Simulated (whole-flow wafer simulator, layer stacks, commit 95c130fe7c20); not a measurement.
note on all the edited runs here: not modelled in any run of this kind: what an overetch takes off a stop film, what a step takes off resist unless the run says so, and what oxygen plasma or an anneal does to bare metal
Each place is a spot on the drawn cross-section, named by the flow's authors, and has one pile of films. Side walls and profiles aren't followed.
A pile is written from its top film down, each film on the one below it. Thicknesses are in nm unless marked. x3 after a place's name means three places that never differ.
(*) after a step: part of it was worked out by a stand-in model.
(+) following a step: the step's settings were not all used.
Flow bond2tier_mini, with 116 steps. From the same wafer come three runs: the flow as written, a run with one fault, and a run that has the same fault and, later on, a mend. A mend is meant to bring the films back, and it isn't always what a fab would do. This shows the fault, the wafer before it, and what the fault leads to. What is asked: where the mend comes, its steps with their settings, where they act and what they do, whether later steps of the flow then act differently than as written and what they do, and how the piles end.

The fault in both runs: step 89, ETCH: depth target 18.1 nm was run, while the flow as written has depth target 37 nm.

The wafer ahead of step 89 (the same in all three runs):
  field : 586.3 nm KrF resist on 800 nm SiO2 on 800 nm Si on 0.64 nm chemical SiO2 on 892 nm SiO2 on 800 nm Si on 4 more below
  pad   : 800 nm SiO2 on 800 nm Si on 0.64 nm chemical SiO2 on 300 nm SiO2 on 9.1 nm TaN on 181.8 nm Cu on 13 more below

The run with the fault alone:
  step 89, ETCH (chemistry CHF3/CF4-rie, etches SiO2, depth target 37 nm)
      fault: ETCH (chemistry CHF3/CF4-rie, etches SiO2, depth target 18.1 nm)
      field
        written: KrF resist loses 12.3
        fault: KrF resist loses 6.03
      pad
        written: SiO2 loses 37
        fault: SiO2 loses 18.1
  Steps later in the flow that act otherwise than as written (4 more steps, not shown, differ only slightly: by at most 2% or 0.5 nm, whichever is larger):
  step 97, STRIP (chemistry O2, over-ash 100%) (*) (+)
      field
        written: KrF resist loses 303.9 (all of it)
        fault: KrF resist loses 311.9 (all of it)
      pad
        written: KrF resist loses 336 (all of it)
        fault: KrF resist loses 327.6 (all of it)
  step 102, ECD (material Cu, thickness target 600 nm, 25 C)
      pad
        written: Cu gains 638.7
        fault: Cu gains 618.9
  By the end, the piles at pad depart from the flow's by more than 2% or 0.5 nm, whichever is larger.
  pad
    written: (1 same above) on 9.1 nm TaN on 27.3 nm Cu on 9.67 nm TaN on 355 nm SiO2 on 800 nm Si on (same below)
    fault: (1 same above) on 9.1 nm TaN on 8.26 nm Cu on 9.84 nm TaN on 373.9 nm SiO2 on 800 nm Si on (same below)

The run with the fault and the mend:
  The mend follows step 89.
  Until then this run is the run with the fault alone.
  step 89a, ETCH (chemistry CHF3/CF4-rie, etches SiO2, depth target 18.9 nm) (a further turn of the flow's step 89, with different settings)
      field
        KrF resist loses 6.3
      pad
        SiO2 loses 18.9
  Later steps of the flow that are run all act as written at every place that is followed.
  The piles end the same as the flow's at every place that both follow.
